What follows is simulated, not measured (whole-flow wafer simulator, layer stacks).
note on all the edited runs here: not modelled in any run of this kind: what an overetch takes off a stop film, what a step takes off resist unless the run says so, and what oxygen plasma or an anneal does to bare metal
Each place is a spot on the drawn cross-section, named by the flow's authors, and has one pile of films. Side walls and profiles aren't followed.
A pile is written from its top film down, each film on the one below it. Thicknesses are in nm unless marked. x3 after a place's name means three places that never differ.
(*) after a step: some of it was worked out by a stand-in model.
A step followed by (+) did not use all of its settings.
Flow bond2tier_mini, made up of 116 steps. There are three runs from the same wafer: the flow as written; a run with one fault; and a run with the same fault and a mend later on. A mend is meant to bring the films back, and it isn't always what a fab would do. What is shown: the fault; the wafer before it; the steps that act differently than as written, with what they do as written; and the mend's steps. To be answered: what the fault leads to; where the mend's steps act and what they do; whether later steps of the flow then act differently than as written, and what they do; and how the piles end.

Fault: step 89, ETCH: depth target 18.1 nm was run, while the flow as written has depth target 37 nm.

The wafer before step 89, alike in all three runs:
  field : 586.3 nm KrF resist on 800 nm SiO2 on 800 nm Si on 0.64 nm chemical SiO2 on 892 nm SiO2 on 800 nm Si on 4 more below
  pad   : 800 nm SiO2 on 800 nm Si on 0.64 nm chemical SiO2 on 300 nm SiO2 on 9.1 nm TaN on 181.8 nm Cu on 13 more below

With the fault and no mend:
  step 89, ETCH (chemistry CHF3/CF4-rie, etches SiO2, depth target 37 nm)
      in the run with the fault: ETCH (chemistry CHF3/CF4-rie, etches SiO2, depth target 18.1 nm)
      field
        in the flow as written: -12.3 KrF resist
        in the run with the fault: -6.03 KrF resist
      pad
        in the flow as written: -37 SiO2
        in the run with the fault: -18.1 SiO2
  Later steps of the flow acting differently than as written (4 more steps, not shown, differ only slightly: by at most 2% or 0.5 nm, whichever is larger):
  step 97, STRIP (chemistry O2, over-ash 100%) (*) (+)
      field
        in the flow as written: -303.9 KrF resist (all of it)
        in the run with the fault: -311.9 KrF resist (all of it)
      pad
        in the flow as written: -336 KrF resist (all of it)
        in the run with the fault: -327.6 KrF resist (all of it)
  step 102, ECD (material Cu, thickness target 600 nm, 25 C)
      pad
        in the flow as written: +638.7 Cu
        in the run with the fault: +618.9 Cu
  By the end, the piles at pad depart from the flow's by more than 2% or 0.5 nm, whichever is larger.
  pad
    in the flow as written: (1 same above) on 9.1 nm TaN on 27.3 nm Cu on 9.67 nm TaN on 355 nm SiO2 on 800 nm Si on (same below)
    in the run with the fault: (1 same above) on 9.1 nm TaN on 8.26 nm Cu on 9.84 nm TaN on 373.9 nm SiO2 on 800 nm Si on (same below)

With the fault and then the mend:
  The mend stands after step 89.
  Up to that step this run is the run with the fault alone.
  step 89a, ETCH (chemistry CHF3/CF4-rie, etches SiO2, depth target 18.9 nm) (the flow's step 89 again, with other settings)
      field
        -6.3 KrF resist
      pad
        -18.9 SiO2
  Every later step of the flow that is run acts as written at every place that is followed.
  By the end, the piles equal the flow's at every place that both follow.
